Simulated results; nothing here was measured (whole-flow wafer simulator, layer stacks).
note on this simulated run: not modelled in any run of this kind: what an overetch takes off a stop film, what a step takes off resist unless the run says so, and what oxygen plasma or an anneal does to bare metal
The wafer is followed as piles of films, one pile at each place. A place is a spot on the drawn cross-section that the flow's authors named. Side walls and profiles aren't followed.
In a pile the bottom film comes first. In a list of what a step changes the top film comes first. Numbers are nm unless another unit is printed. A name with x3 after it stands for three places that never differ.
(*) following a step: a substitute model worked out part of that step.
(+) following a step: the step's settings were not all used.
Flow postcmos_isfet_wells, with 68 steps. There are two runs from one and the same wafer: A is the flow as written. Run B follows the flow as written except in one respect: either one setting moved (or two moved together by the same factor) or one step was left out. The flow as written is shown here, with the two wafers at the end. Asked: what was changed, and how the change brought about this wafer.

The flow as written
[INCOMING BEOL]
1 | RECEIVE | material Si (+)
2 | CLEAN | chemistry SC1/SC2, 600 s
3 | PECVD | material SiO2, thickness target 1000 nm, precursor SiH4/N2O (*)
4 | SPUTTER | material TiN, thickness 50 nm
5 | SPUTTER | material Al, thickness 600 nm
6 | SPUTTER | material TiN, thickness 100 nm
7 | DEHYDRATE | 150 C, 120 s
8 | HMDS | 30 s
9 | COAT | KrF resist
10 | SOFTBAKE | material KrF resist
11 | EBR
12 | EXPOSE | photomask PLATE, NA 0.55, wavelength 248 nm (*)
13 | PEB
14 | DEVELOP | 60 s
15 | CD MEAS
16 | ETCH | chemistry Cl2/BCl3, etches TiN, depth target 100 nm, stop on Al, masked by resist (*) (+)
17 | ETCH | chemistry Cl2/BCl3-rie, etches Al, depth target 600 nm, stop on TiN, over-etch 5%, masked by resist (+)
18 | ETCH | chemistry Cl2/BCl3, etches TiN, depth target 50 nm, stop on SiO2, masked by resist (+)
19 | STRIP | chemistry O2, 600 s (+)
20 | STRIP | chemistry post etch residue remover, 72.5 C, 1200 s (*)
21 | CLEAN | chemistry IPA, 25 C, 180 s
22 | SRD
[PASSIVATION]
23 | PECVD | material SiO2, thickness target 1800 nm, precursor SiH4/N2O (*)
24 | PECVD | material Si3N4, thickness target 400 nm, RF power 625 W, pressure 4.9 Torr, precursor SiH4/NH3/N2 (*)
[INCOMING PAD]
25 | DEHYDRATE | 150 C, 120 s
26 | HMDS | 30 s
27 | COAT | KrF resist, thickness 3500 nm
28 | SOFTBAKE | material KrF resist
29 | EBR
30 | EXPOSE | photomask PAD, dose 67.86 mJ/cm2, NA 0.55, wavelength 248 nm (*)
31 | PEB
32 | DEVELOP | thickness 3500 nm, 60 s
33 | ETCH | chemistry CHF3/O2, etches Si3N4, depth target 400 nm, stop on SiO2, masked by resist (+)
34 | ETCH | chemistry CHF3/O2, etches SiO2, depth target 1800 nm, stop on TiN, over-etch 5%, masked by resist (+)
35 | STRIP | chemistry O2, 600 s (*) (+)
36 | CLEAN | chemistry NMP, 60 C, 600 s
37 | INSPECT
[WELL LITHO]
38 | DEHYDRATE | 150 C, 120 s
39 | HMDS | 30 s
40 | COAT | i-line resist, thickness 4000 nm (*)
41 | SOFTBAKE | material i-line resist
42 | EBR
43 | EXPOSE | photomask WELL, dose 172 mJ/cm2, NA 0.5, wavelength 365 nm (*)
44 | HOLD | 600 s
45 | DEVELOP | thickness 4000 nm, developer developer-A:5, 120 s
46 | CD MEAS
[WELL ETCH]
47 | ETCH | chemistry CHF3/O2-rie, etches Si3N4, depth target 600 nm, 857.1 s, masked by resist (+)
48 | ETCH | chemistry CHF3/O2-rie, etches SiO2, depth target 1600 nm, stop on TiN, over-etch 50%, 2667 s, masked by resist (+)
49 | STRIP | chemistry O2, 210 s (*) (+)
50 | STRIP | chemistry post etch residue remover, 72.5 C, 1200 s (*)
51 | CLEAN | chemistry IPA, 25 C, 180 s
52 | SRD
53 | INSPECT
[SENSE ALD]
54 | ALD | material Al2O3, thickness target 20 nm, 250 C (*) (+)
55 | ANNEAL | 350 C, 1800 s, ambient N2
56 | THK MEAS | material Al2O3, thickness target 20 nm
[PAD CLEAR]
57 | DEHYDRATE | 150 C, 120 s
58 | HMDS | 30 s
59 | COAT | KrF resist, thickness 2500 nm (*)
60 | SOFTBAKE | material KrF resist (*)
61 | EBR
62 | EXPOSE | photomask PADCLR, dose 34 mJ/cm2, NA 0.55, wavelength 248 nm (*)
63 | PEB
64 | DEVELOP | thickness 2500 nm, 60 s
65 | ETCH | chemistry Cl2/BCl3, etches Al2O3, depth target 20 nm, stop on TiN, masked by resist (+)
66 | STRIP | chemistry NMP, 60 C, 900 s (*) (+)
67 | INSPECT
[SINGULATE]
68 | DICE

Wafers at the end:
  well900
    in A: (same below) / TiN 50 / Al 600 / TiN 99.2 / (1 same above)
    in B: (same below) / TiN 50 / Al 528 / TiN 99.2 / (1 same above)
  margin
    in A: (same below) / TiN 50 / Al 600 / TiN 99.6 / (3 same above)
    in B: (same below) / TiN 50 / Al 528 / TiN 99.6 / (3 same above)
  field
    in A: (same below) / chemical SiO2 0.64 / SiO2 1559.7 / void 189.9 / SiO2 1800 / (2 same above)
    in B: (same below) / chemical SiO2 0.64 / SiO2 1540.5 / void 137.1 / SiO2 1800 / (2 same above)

Cause: step 5, SPUTTER: thickness 528 nm was run, while the flow as written has thickness 600 nm; step 17, ETCH: depth target 528 nm was run, where the flow has depth target 600 nm.
One can read it off the wafer: well900 has Al 528, and step 5 as written asks for 600 nm.

Step by step, how the change led to this:
  5 | SPUTTER | material Al, thickness 600 nm
      field, margin, well900 and 6 more: A Al gains 600 (new film) | B Al gains 528 (new film)
  17 | ETCH | chemistry Cl2/BCl3-rie, etches Al, depth target 600 nm, stop on TiN, over-etch 5%, masked by resist (+)
      margin, well900, well1300, well2000, well3000, pad_rim, pad_clr, pad_open: A KrF resist loses 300 | B KrF resist loses 264
      field: A Al loses 600 (all of it) | B Al loses 528 (all of it)
  19 | STRIP | chemistry O2, 600 s (+)
      margin, well900, well1300, well2000, well3000, pad_rim, pad_clr, pad_open: A KrF resist loses 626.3 (all of it) | B KrF resist loses 662.3 (all of it)
  23 | PECVD | material SiO2, thickness target 1800 nm, precursor SiH4/N2O (*)
      field: A SiO2 gains 1800 (new film), void gains 189.9 (new film), SiO2 gains 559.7 | B SiO2 gains 1800 (new film), void gains 137.1 (new film), SiO2 gains 540.5
